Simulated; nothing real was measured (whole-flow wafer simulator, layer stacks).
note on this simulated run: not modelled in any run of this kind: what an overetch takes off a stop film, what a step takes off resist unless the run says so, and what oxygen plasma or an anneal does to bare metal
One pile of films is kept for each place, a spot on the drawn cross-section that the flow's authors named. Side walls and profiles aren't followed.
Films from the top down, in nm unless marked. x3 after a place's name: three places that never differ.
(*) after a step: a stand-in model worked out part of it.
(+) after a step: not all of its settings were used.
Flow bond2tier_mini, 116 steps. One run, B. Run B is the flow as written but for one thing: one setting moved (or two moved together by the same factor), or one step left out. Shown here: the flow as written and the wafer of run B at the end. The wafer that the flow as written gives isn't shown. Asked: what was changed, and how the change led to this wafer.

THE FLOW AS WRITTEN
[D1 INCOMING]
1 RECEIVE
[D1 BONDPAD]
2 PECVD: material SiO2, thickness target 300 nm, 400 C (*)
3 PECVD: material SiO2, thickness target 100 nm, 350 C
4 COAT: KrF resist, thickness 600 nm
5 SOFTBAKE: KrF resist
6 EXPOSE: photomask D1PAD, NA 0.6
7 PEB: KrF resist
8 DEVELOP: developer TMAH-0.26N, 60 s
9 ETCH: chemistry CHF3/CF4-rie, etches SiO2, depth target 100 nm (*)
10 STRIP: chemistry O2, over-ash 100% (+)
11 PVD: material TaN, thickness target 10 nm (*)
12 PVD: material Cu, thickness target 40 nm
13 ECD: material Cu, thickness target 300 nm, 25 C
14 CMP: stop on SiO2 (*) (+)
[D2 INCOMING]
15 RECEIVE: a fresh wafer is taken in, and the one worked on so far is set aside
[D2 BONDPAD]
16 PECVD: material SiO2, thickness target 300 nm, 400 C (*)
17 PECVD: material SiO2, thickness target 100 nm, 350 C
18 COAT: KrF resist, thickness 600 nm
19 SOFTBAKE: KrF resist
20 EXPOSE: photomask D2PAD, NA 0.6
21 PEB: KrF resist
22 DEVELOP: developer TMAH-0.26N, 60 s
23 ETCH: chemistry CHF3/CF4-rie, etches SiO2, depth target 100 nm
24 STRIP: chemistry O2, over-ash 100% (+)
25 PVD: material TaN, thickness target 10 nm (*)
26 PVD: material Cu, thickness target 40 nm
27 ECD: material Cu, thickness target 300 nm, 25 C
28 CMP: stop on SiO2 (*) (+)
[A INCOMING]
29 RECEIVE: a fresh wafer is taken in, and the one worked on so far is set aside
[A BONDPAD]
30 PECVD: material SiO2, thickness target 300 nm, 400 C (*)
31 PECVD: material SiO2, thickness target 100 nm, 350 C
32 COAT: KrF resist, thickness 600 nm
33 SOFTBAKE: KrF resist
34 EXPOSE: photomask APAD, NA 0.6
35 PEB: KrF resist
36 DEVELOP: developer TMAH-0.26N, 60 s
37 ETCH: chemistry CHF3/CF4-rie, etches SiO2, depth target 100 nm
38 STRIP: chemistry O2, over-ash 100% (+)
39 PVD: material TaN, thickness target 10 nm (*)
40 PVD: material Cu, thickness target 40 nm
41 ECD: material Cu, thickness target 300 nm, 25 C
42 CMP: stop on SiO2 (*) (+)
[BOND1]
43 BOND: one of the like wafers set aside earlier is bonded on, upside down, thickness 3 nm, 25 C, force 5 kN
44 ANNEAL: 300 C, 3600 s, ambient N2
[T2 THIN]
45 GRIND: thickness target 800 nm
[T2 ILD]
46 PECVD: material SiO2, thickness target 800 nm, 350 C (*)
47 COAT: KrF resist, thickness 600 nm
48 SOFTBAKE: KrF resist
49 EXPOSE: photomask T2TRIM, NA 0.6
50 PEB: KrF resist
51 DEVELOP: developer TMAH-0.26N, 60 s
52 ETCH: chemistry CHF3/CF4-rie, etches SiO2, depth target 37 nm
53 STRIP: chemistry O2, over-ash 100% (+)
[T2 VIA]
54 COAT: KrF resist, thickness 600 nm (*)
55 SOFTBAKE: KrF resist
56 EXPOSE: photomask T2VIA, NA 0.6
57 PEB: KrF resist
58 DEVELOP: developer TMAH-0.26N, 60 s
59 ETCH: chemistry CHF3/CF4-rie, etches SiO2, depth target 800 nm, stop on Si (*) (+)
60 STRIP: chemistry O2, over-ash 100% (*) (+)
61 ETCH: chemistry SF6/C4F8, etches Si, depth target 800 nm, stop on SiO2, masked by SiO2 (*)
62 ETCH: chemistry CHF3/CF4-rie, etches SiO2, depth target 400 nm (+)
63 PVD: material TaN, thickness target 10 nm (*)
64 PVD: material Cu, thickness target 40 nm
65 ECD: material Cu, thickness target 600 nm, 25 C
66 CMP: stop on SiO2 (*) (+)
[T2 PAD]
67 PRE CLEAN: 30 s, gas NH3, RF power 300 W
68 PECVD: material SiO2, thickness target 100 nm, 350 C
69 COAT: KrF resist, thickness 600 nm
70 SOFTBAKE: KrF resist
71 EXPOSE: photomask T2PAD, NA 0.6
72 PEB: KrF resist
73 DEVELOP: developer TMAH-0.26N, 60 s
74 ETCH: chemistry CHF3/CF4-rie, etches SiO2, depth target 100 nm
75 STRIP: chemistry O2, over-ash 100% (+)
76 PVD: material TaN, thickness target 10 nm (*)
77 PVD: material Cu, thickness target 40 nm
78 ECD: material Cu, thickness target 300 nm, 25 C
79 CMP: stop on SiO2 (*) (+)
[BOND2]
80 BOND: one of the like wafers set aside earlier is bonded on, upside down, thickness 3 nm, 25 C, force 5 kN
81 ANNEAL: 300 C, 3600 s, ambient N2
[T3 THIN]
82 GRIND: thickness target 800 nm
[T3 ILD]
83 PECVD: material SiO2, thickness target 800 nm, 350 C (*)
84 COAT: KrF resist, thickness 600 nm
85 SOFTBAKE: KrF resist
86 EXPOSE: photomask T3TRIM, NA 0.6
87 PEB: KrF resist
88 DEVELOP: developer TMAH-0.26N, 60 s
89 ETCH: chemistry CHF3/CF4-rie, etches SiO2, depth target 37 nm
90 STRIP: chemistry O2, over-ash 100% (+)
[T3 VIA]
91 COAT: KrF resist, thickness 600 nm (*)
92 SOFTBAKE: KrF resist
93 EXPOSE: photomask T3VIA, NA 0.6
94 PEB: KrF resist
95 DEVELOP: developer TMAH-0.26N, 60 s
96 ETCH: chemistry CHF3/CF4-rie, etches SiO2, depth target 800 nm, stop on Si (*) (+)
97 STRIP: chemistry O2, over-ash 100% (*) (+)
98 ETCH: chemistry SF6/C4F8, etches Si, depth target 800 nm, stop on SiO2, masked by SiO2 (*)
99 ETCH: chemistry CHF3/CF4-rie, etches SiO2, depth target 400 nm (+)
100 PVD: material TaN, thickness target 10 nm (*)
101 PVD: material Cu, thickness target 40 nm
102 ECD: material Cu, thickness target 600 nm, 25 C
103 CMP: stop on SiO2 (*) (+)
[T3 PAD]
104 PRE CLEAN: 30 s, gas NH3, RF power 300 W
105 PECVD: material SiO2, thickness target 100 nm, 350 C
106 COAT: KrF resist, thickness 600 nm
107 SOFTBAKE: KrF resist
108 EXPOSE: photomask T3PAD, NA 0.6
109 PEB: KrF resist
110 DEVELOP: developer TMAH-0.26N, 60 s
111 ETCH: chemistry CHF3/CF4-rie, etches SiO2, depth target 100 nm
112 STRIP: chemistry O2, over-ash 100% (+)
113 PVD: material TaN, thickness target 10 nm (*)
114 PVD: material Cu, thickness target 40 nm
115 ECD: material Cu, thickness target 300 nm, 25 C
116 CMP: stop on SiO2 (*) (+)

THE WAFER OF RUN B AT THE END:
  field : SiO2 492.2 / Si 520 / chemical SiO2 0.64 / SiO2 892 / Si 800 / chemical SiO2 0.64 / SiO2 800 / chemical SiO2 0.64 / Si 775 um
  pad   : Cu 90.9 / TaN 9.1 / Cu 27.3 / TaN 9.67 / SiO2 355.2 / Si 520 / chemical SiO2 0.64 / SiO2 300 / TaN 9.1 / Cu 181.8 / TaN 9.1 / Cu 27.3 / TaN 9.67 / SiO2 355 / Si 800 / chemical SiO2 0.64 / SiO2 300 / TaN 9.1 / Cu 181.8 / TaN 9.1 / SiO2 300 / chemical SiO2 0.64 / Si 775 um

The cause: step 82, GRIND: thickness target 520 nm was run, where the flow has thickness target 800 nm.
It can be read off the wafer: field has Si 520, and step 82 as written asks for 800 nm.

How the change led to this, step by step:
  82 GRIND: thickness target 800 nm
      field, pad: Si -774.48 um (as written it would be: Si -774.2 um)
